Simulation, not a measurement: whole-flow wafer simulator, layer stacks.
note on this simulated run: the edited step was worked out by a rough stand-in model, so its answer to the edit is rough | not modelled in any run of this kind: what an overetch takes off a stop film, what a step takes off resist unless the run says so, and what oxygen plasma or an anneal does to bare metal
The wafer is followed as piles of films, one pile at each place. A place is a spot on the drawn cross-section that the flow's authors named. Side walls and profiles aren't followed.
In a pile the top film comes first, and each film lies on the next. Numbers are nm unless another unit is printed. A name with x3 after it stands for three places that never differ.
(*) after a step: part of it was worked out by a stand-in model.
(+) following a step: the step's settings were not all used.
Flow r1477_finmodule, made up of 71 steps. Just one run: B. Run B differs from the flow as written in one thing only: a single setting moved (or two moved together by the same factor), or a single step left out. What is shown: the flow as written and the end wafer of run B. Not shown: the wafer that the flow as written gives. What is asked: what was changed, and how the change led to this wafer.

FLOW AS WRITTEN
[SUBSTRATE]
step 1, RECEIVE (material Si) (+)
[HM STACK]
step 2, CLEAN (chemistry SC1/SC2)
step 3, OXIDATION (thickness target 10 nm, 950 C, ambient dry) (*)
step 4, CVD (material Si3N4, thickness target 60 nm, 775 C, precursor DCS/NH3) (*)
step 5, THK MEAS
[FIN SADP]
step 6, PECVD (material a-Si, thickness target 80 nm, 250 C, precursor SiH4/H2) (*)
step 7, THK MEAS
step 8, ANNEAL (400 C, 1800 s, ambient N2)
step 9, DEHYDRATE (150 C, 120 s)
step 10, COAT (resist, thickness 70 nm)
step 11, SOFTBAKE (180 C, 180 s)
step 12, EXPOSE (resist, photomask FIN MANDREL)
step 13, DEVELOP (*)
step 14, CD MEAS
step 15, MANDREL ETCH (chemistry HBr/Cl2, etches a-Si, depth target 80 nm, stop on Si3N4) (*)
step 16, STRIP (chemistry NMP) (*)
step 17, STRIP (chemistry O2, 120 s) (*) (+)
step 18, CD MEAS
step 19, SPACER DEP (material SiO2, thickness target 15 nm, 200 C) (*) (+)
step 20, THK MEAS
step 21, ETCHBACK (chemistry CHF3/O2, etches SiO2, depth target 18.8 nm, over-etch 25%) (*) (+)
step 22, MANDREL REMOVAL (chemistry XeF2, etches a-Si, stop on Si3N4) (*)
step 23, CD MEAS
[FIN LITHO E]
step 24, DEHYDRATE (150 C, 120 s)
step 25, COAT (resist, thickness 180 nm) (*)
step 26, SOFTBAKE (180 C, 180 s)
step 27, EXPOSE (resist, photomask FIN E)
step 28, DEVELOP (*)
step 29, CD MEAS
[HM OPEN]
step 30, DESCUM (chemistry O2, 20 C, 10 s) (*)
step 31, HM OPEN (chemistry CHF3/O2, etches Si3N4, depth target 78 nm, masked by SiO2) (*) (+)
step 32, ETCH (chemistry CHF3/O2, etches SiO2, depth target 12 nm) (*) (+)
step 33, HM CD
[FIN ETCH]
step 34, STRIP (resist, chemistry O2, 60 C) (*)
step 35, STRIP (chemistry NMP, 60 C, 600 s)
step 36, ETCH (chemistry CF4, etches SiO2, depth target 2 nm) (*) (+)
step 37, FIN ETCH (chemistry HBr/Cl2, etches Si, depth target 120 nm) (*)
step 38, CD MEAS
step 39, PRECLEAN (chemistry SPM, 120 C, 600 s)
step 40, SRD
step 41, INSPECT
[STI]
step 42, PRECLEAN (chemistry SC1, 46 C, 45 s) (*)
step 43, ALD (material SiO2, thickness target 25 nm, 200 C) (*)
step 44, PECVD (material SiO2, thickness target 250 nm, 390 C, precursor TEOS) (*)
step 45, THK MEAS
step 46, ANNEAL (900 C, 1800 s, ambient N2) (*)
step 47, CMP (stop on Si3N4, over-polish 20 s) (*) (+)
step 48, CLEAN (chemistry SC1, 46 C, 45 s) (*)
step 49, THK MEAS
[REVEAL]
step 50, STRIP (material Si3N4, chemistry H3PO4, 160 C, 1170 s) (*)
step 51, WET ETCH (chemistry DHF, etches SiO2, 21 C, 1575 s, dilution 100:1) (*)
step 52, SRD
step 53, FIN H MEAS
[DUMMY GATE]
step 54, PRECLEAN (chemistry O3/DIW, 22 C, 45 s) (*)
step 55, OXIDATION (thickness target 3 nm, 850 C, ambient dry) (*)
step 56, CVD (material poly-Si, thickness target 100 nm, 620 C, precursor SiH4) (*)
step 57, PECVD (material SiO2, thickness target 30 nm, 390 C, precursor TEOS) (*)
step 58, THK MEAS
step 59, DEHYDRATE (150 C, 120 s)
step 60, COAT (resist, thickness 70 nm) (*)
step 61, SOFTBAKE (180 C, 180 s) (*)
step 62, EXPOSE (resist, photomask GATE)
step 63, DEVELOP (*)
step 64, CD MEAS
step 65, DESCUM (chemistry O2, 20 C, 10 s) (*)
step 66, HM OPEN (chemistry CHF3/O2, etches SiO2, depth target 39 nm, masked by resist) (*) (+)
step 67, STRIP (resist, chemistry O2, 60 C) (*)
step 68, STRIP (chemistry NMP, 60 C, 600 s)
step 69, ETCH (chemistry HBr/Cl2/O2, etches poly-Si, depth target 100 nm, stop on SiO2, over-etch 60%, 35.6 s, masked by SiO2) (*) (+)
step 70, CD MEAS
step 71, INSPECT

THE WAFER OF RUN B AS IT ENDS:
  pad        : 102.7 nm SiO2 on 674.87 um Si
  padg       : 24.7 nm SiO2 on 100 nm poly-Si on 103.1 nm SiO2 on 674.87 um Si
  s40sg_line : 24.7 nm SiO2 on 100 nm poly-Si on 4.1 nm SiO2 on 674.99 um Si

The reason: step 55, OXIDATION: thickness target 4.1 nm was run, whereas the flow has thickness target 3 nm.
The wafer lets one read it off: s40sg_line has SiO2 4.1, and step 55 as written asks for 3 nm.

The path from the change to this, step by step:
  step 55, OXIDATION (thickness target 3 nm, 850 C, ambient dry) (*)
      s40sg_line, s45sg_line, s50sg_line, s40so_line, s45so_line, s50so_line: +4.1 SiO2 (new film), -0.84 chemical SiO2 (all of it), -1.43 Si (in the flow as written it would be: +3 SiO2 (new film), -0.84 chemical SiO2 (all of it), -0.95 Si)
